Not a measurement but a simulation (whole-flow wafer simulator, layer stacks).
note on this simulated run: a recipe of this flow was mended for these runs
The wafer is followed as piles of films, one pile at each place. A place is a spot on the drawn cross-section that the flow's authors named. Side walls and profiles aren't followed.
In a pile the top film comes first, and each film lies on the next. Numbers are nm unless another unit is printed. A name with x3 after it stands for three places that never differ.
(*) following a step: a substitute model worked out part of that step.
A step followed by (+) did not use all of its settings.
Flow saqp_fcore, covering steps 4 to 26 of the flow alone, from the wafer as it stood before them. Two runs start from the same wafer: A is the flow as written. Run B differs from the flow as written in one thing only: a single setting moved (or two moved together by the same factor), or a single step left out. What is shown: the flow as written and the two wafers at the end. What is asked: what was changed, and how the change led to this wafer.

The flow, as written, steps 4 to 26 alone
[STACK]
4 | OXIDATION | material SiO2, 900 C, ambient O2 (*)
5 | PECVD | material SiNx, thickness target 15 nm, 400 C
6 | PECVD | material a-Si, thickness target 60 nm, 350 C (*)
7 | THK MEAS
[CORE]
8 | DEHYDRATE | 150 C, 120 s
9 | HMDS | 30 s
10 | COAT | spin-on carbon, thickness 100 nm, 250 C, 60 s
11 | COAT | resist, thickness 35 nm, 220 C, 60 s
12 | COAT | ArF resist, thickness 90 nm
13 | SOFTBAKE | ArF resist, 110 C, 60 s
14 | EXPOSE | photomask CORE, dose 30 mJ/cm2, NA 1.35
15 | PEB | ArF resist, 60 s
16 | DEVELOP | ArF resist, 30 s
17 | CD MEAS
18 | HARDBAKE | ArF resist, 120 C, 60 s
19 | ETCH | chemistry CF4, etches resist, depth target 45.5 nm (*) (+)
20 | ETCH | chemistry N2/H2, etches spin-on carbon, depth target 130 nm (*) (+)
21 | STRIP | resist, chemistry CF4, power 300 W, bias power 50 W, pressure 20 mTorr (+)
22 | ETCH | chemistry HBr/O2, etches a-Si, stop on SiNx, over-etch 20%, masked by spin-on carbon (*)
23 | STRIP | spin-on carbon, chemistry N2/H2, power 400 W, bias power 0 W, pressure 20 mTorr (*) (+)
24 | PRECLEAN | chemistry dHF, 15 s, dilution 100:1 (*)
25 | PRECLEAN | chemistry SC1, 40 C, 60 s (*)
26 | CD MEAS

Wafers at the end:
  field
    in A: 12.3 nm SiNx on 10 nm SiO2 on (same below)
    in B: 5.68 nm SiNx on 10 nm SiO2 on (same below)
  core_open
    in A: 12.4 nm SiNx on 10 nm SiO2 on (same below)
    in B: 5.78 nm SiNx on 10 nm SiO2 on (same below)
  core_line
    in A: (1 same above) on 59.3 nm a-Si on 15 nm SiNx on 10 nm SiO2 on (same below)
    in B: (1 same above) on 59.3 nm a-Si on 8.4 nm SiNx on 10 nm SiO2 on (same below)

What caused this: step 5, PECVD: thickness target 8.4 nm was run, whereas the flow has thickness target 15 nm.
The wafer lets one read it off: core_line has SiNx 8.4, and step 5 as written asks for 15 nm.

Step by step, how the change led to this:
  5 | PECVD | material SiNx, thickness target 15 nm, 400 C
      field, core_open, core_line: A +15 SiNx (new film) | B +8.4 SiNx (new film)
